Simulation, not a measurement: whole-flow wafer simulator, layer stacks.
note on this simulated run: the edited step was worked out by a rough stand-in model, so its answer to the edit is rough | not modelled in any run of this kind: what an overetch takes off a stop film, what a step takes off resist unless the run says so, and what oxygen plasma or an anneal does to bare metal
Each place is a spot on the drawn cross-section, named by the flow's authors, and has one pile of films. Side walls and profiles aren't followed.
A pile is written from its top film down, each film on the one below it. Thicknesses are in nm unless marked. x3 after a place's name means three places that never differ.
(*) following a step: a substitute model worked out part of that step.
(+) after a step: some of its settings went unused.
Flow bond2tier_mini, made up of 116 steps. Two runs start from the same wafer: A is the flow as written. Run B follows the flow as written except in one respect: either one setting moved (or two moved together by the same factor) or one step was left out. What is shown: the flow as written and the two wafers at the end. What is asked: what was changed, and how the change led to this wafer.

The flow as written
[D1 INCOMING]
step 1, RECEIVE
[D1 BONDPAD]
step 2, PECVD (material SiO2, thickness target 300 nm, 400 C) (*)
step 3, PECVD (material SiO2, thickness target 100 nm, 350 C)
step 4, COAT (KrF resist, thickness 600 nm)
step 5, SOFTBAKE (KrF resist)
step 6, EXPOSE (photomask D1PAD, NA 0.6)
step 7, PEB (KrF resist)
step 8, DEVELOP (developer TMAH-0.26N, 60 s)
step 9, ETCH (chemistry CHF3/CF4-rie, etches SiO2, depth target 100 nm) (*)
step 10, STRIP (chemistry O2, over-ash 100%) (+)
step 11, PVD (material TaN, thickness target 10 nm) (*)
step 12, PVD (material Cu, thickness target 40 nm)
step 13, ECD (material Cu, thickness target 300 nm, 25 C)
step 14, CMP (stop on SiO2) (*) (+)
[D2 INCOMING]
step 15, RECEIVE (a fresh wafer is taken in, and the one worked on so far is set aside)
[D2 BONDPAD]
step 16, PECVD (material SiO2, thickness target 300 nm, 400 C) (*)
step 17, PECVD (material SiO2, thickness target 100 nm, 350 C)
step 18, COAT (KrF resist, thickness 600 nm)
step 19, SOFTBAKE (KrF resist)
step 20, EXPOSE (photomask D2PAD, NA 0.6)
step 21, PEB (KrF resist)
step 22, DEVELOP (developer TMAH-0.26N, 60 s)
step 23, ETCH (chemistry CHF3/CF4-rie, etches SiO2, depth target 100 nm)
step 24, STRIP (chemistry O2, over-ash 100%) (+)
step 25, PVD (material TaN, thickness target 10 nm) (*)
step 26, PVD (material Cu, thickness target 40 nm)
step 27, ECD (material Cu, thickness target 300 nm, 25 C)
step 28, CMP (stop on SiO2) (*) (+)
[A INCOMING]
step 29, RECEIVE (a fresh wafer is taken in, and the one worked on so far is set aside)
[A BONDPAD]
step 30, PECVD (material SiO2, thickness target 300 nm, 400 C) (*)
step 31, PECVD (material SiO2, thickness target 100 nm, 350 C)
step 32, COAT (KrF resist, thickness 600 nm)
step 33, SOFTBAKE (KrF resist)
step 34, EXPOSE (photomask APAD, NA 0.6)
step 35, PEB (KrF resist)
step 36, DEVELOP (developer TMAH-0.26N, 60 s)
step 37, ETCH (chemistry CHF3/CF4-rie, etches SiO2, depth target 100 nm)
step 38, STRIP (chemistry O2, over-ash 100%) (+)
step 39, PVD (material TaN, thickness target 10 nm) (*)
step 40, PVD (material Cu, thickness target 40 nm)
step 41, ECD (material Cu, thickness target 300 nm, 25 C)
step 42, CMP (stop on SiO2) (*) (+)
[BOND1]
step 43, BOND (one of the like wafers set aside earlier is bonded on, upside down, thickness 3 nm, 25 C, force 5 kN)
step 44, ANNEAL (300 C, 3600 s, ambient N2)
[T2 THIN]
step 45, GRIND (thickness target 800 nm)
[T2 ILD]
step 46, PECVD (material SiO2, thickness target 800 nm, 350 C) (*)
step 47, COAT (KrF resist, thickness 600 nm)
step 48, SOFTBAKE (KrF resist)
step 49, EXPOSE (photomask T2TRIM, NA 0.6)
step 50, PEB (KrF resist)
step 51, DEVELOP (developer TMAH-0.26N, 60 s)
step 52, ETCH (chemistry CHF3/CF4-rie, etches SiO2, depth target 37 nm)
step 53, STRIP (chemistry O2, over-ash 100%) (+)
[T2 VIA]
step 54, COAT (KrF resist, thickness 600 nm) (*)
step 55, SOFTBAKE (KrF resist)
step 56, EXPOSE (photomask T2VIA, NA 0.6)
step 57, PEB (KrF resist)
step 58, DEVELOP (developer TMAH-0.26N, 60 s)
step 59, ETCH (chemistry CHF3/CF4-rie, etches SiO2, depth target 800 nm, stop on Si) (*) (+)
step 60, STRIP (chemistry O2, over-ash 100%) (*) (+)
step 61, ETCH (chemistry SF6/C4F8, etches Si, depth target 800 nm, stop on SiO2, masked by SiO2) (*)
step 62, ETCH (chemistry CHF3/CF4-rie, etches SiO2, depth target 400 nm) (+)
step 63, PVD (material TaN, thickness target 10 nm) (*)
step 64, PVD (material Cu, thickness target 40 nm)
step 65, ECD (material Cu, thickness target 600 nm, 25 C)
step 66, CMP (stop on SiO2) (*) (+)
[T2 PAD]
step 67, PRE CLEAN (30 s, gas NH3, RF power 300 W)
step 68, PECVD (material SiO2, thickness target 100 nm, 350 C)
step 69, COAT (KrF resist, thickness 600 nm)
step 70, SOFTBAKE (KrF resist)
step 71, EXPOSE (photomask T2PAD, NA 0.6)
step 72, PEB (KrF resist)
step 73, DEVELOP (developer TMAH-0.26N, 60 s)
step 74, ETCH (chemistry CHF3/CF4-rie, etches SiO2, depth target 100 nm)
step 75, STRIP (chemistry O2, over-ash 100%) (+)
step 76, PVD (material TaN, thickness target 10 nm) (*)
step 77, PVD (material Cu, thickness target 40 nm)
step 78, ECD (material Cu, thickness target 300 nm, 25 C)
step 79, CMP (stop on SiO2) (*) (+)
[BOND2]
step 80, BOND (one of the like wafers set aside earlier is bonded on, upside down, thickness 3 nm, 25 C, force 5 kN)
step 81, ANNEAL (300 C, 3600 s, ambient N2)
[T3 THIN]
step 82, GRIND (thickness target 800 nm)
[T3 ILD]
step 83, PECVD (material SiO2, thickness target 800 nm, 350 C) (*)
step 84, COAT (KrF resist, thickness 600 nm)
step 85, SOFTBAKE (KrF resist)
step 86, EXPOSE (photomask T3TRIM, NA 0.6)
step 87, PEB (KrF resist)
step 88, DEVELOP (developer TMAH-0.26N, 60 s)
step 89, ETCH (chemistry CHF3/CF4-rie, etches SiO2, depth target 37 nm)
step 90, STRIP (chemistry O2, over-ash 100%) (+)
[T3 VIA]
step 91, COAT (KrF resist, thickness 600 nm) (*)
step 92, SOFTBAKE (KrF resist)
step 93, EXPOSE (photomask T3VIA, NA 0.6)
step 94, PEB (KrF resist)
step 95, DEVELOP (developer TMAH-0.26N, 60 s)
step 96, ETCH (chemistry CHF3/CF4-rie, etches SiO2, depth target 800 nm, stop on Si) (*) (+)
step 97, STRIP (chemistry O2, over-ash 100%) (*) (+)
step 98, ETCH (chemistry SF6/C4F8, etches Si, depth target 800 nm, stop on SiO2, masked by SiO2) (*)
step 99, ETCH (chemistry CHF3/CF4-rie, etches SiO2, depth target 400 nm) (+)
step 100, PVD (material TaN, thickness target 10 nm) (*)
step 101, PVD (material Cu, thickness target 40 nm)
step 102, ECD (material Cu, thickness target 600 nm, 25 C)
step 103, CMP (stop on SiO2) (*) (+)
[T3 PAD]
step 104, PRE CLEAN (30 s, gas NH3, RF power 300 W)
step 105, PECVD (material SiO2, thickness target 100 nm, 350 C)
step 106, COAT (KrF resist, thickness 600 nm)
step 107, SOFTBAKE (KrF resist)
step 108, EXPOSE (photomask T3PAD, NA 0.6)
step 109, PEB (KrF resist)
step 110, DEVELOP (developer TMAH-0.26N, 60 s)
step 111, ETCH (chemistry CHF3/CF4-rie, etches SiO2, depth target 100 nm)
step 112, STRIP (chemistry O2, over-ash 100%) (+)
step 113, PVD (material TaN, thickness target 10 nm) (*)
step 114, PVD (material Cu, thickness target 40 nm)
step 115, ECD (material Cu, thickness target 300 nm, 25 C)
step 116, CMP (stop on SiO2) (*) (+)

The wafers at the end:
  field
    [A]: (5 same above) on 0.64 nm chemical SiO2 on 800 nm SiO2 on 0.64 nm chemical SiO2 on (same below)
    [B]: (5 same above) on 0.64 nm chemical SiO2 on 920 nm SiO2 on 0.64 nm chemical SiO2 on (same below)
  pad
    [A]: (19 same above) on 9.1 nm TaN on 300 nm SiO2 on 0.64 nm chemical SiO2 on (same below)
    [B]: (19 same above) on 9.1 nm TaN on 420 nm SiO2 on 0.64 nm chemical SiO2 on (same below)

What caused this: step 30, PECVD: thickness target 420 nm was run, though the flow has thickness target 300 nm.
One can read it off the wafer: pad has SiO2 420, and step 30 as written asks for 300 nm.

How this came from the change, step by step:
  step 30, PECVD (material SiO2, thickness target 300 nm, 400 C) (*)
      field, pad, via: A +300 SiO2 (new film) | B +420 SiO2 (new film)
